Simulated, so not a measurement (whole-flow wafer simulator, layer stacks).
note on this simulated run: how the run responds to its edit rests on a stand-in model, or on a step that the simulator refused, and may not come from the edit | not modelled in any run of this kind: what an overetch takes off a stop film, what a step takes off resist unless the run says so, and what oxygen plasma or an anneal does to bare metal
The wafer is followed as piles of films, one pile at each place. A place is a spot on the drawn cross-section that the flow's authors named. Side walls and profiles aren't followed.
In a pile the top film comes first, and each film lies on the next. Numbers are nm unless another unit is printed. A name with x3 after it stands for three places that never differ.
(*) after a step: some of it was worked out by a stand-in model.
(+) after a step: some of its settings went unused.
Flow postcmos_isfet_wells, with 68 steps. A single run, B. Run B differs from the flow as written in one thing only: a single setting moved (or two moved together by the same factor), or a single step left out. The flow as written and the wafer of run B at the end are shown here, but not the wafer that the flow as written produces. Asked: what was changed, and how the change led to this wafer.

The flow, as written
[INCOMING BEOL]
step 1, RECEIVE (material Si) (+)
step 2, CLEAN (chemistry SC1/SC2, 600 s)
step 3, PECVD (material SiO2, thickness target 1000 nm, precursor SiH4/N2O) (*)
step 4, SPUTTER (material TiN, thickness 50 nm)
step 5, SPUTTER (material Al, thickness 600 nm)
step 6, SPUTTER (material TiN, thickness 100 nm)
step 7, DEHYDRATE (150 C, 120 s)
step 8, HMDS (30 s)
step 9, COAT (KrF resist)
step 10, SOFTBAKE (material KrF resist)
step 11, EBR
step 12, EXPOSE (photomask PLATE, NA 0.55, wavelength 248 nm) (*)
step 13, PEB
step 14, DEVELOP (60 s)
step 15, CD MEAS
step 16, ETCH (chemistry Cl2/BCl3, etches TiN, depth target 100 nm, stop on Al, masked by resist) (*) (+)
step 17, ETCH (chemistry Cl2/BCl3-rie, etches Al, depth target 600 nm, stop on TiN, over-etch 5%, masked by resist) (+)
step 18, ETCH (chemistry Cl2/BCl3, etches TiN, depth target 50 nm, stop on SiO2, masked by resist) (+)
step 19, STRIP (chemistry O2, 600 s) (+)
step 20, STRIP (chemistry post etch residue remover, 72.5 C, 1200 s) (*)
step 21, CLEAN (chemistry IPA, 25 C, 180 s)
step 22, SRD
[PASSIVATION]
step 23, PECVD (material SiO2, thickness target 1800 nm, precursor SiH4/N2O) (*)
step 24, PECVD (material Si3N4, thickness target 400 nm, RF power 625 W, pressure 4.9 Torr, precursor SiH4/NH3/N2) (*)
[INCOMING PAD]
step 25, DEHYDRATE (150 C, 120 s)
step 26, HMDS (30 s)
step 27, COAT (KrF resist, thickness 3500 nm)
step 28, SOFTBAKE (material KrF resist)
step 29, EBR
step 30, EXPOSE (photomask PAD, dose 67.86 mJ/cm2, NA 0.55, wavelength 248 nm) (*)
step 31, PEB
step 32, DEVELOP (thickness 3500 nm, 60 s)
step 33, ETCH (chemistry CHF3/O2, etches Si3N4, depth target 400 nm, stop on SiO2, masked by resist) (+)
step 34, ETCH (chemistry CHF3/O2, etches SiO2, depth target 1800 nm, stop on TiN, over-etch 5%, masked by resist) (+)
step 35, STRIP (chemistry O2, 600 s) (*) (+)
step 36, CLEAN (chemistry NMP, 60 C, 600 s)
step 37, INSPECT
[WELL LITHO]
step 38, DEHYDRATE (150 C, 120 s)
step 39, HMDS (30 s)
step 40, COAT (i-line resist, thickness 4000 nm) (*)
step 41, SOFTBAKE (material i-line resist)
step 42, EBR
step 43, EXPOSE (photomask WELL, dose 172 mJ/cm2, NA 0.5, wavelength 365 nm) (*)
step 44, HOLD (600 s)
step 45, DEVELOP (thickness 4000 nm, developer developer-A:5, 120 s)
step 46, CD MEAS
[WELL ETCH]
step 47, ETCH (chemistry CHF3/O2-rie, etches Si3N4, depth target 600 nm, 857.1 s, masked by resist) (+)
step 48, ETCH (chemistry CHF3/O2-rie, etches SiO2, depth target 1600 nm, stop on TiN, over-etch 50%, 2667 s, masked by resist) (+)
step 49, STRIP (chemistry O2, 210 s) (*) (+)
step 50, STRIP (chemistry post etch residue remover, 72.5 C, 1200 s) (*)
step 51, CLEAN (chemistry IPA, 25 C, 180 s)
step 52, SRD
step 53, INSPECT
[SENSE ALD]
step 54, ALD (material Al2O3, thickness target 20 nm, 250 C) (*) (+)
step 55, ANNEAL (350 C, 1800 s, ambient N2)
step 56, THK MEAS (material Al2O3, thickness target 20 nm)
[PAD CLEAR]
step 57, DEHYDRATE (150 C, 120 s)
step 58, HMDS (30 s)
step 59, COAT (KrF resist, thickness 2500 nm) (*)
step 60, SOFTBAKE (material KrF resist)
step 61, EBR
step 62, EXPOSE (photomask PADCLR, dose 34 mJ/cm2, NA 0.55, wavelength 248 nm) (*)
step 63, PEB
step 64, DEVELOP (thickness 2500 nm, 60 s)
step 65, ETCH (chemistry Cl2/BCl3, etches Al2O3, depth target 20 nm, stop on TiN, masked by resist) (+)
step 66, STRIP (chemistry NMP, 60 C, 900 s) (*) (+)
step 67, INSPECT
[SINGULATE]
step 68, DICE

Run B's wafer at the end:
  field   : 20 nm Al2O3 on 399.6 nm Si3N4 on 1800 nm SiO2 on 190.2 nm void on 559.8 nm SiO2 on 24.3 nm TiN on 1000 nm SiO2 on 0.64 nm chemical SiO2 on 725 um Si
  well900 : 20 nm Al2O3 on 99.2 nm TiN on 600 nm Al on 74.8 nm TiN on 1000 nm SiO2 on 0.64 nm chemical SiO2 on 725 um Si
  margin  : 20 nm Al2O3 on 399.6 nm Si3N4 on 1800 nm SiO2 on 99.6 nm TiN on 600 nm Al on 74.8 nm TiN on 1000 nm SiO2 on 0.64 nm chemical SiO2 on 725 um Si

What caused this: step 4, SPUTTER: thickness 74.75 nm was run, while the flow as written has thickness 50 nm.
One can read it off the wafer: well900 has TiN 74.8, and step 4 as written asks for 50 nm.

Step by step, how the change led to this:
  step 4, SPUTTER (material TiN, thickness 50 nm)
      field, margin, well900, well1300 x3, pad_rim, pad_clr, pad_open: +74.8 TiN (new film) (in the flow as written it would be: +50 TiN (new film))
  step 18, ETCH (chemistry Cl2/BCl3, etches TiN, depth target 50 nm, stop on SiO2, masked by resist) (+)
      field: -50 TiN (in the flow as written it would be: -50 TiN (all of it))
  step 23, PECVD (material SiO2, thickness target 1800 nm, precursor SiH4/N2O) (*)
      field: +1800 SiO2 (new film), +190.2 void (new film), +559.8 SiO2 (new film) (in the flow as written it would be: +1800 SiO2 (new film), +189.9 void (new film), +559.7 SiO2)
With metal films that touch counted as one body, field has 1 body; the flow as written gives 0 bodies.
